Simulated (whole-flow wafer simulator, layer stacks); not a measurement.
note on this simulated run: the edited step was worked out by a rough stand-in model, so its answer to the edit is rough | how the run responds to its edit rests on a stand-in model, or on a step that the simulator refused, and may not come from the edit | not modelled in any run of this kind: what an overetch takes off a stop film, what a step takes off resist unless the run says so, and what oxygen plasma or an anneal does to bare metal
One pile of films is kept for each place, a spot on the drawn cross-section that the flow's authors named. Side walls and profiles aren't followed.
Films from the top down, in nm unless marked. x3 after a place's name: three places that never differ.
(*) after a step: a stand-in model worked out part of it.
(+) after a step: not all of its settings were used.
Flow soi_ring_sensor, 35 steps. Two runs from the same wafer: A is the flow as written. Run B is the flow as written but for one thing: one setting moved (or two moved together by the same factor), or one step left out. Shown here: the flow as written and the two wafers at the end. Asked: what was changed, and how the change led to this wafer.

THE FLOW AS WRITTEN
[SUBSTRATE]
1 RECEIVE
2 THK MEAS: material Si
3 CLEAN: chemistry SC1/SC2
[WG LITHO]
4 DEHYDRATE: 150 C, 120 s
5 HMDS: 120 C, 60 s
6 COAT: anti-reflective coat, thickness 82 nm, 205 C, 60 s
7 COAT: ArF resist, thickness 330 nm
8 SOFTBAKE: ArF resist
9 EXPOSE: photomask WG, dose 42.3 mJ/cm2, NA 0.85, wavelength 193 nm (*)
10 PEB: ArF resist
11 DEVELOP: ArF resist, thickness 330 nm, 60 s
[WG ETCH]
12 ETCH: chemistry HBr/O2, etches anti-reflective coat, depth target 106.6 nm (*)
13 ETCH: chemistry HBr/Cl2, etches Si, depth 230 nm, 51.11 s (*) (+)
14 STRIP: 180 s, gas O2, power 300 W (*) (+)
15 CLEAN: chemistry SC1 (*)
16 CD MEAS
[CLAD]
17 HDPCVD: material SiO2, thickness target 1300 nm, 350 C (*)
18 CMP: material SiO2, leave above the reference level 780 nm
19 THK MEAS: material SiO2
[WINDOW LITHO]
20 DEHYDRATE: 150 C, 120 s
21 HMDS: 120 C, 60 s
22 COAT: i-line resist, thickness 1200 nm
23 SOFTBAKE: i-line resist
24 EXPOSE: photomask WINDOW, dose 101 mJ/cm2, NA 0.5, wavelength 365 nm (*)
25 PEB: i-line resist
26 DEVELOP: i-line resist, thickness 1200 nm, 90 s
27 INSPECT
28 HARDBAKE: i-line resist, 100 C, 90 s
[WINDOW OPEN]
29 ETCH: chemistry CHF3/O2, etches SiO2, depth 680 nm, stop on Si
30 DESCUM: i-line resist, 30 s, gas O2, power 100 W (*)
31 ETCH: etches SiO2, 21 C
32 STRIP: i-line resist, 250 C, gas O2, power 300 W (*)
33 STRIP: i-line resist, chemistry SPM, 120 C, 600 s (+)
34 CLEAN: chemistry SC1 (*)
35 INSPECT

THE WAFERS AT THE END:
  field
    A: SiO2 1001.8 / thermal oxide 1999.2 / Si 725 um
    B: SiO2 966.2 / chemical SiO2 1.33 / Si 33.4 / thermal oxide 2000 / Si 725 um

The cause: step 13, ETCH: depth 186 nm was run, where the flow has depth 230 nm; step 13, ETCH: 41.4 s was run, where the flow has 51.11 s.

How the change led to this, step by step:
  13 ETCH: chemistry HBr/Cl2, etches Si, depth 230 nm, 51.11 s (*) (+)
      gap, window, field, gap_clad: A Si -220 (all of it), thermal oxide -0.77 | B Si -186
      core, core_clad: A ArF resist -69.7 | B ArF resist -56.5
  14 STRIP: 180 s, gas O2, power 300 W (*) (+)
      gap, window, field, gap_clad: A nothing | B chemical SiO2 +1.33 (new film), Si -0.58
      core, core_clad: A ArF resist -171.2 (all of it), anti-reflective coat -82 (all of it), chemical SiO2 +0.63, Si -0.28 | B ArF resist -184.4 (all of it), anti-reflective coat -82 (all of it), chemical SiO2 +0.62, Si -0.27
  18 CMP: material SiO2, leave above the reference level 780 nm
      gap, window, field, gap_clad: A SiO2 -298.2 | B SiO2 -333.8
